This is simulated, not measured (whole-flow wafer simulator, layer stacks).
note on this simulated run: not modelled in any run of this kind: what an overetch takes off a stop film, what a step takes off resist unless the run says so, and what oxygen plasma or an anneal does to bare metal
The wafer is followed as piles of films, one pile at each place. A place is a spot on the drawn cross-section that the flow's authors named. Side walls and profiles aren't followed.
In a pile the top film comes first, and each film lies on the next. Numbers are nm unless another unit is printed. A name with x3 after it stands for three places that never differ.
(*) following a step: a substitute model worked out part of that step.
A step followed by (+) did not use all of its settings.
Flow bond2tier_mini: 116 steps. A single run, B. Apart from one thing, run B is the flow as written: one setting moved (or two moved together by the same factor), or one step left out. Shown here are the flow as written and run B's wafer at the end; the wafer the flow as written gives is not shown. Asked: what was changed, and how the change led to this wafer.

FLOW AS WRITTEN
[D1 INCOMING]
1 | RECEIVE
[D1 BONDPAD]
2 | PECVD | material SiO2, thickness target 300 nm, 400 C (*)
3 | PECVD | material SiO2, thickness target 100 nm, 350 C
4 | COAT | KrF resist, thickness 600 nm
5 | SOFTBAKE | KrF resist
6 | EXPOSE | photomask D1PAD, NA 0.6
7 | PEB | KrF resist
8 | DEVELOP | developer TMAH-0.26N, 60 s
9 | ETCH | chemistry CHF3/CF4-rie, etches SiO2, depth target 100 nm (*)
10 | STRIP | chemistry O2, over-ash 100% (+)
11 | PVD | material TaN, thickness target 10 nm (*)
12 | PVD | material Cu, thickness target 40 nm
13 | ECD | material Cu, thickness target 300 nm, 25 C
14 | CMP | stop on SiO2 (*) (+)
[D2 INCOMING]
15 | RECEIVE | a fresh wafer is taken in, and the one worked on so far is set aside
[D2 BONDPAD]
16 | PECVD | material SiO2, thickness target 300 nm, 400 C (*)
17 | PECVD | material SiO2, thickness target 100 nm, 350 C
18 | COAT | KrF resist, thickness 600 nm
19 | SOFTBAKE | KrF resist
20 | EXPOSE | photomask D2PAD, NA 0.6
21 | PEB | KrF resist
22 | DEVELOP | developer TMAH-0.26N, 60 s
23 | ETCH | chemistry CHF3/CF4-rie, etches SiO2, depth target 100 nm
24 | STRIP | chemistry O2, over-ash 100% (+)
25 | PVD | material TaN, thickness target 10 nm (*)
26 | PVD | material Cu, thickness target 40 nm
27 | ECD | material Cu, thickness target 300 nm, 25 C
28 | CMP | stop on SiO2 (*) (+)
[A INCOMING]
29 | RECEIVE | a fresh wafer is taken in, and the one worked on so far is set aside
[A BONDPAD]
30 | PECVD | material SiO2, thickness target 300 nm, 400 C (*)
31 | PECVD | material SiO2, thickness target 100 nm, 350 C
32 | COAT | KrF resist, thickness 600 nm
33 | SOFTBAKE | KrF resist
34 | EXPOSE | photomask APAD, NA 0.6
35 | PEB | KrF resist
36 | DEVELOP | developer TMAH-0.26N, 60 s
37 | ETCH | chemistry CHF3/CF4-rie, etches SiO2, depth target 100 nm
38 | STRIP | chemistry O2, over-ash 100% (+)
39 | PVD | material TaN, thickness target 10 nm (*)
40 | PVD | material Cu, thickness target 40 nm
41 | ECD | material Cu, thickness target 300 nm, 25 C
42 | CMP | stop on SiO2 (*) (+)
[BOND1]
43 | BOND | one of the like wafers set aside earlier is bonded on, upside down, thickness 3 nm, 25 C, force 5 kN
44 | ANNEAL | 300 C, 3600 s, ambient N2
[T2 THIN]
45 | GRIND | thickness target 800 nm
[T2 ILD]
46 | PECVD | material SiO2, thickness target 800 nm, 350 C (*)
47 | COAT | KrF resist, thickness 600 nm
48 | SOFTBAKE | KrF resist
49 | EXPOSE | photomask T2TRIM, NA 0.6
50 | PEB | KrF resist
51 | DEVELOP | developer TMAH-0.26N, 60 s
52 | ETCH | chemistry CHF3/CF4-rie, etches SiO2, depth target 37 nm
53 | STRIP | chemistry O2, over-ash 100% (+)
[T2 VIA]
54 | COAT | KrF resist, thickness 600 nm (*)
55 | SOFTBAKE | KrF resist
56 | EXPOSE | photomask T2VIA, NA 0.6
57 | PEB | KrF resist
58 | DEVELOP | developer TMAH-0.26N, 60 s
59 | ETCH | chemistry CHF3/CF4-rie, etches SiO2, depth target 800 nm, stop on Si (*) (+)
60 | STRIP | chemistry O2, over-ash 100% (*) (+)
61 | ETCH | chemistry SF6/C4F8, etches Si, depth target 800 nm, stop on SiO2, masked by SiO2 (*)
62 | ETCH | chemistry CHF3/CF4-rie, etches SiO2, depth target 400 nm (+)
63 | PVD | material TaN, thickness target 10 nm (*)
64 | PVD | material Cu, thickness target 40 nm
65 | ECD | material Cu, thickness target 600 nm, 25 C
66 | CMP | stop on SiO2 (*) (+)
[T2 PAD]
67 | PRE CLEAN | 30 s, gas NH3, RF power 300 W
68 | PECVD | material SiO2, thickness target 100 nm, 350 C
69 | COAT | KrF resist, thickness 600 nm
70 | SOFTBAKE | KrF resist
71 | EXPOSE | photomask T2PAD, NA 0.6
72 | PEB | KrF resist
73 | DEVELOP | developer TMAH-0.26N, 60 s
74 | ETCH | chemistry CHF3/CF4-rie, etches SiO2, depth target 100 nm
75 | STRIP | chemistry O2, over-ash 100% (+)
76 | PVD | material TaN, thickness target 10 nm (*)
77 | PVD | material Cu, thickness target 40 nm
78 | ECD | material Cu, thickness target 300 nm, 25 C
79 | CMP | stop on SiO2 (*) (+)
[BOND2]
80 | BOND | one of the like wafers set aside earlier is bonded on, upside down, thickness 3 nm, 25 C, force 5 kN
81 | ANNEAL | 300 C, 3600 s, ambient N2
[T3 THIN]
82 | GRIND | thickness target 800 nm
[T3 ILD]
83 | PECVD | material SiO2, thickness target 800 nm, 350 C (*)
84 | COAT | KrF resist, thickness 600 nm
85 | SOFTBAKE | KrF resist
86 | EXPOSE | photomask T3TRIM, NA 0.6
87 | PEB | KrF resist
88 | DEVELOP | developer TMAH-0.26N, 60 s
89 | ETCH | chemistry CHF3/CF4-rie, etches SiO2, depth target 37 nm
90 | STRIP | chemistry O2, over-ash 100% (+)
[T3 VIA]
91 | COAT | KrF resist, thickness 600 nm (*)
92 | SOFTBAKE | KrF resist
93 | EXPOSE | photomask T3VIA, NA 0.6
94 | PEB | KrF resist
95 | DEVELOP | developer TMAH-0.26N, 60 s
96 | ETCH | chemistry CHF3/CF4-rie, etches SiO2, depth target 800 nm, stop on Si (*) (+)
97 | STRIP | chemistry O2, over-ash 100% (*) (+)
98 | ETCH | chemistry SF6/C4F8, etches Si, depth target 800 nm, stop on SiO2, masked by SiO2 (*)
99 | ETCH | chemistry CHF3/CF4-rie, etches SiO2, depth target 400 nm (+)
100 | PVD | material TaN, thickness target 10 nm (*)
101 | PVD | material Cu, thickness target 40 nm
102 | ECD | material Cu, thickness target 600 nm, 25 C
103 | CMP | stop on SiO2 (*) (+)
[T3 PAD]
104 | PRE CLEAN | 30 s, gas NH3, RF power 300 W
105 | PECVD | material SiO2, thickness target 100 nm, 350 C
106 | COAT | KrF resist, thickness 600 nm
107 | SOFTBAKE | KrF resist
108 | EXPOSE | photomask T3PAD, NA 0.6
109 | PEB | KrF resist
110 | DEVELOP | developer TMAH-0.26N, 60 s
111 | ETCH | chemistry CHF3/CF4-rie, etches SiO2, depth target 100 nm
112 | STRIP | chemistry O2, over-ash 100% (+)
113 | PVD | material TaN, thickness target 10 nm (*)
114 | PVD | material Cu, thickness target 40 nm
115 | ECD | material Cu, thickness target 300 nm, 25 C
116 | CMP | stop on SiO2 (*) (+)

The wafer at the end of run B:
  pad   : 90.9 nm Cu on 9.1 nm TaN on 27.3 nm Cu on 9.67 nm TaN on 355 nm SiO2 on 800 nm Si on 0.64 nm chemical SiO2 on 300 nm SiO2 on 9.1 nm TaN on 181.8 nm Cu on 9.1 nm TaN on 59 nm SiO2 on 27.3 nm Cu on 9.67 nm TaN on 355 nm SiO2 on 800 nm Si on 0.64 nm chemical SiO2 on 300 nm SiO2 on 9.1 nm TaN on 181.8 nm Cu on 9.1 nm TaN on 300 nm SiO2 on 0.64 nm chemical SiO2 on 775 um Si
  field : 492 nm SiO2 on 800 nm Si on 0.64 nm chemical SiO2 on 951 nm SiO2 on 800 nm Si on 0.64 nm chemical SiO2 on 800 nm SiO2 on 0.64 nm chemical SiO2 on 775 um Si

Cause: step 68, PECVD: thickness target 159 nm was run, whereas the flow has thickness target 100 nm.

How this came from the change, step by step:
  68 | PECVD | material SiO2, thickness target 100 nm, 350 C
      field: SiO2 gains 159 (in the flow as written it would be: SiO2 gains 100)
      pad: SiO2 gains 159 (new film) (in the flow as written it would be: SiO2 gains 100 (new film))
  74 | ETCH | chemistry CHF3/CF4-rie, etches SiO2, depth target 100 nm
      pad: SiO2 loses 100 (in the flow as written it would be: SiO2 loses 100 (all of it))
With metal films that touch counted as one body, pad has 4 bodies (between them, from the top down: SiO2 355 / Si 800 / chemical SiO2 0.64 / SiO2 300; SiO2 59; SiO2 355 / Si 800 / chemical SiO2 0.64 / SiO2 300); the flow as written gives 3 bodies (between them, from the top down: SiO2 355 / Si 800 / chemical SiO2 0.64 / SiO2 300; SiO2 355 / Si 800 / chemical SiO2 0.64 / SiO2 300).
